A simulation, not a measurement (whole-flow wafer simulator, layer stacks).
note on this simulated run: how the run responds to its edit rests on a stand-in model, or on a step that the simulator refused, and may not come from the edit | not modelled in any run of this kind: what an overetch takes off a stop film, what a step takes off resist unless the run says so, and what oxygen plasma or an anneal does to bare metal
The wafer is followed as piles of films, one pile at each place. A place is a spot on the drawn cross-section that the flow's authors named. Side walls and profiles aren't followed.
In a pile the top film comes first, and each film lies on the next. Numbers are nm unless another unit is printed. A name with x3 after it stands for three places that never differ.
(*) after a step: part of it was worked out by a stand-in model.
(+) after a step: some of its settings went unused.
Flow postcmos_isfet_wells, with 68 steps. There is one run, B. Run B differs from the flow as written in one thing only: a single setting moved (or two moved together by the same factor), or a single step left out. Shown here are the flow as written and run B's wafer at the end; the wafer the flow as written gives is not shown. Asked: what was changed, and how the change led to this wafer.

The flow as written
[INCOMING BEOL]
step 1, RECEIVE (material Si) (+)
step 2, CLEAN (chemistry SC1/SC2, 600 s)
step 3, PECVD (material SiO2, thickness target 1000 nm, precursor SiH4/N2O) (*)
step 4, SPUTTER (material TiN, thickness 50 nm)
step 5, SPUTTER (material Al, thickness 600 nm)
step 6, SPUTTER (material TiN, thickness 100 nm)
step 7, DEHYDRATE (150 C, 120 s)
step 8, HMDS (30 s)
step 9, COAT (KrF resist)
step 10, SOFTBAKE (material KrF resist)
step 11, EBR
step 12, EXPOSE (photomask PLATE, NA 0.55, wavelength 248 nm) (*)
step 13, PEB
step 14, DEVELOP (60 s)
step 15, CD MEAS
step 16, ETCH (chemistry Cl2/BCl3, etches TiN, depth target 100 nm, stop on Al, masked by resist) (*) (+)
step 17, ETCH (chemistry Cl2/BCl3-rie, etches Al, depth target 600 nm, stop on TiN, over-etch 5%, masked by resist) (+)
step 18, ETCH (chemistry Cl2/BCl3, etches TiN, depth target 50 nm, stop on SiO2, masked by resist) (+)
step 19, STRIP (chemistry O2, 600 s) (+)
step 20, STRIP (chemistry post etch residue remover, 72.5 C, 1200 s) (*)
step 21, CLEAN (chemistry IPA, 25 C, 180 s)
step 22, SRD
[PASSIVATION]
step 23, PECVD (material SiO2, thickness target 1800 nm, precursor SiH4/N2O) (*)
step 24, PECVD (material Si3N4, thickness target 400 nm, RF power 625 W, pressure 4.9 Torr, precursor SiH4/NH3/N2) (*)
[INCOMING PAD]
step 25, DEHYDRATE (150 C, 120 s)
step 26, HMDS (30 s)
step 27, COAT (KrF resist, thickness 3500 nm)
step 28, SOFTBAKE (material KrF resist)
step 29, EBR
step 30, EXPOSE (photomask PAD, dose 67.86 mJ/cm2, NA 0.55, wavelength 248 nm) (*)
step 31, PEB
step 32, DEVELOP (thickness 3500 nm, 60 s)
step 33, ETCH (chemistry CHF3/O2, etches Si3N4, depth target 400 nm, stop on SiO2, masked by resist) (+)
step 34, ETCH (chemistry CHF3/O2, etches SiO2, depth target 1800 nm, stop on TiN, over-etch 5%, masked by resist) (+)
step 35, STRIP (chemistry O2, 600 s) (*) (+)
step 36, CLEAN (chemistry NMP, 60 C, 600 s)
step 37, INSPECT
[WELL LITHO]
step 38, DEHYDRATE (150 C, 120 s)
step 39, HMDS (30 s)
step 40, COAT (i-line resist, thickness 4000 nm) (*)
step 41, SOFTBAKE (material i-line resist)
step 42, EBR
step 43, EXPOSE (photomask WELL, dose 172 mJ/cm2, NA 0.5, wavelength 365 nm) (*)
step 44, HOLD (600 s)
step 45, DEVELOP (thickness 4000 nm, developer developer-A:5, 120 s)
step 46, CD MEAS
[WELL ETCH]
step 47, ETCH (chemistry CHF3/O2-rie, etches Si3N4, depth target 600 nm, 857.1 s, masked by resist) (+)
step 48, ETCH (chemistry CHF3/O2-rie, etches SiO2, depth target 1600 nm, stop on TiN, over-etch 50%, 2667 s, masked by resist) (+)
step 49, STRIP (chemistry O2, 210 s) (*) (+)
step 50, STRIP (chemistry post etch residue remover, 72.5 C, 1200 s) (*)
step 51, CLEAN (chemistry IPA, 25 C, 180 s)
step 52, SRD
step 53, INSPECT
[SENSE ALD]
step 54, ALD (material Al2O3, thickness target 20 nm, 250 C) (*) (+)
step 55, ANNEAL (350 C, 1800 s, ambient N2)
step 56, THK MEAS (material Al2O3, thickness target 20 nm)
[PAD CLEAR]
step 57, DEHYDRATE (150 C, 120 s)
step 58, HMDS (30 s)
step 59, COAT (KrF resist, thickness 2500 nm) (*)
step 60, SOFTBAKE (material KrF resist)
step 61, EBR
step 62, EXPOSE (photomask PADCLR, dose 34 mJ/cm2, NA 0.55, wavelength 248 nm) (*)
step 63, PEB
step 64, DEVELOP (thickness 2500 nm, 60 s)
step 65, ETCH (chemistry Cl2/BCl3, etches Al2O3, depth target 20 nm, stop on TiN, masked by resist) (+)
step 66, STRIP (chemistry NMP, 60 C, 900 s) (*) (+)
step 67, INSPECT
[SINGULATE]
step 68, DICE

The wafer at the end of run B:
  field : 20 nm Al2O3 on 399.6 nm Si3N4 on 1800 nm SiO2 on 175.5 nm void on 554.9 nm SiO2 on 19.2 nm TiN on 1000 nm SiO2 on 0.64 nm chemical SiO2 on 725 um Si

What caused this: step 18, ETCH: depth target 30.4 nm was run, whereas the flow has depth target 50 nm.

The path from the change to this, step by step:
  step 18, ETCH (chemistry Cl2/BCl3, etches TiN, depth target 50 nm, stop on SiO2, masked by resist) (+)
      field: -30.4 TiN (in the flow as written it would be: -50 TiN (all of it))
      margin, well900, well1300 x3, pad_rim, pad_clr, pad_open: -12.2 KrF resist (in the flow as written it would be: -20 KrF resist)
  step 23, PECVD (material SiO2, thickness target 1800 nm, precursor SiH4/N2O) (*)
      field: +1800 SiO2 (new film), +175.5 void (new film), +554.9 SiO2 (new film) (in the flow as written it would be: +1800 SiO2 (new film), +189.9 void (new film), +559.7 SiO2)
Taking metal films that touch as one body, field has 1 body; the flow as written gives 0 bodies.
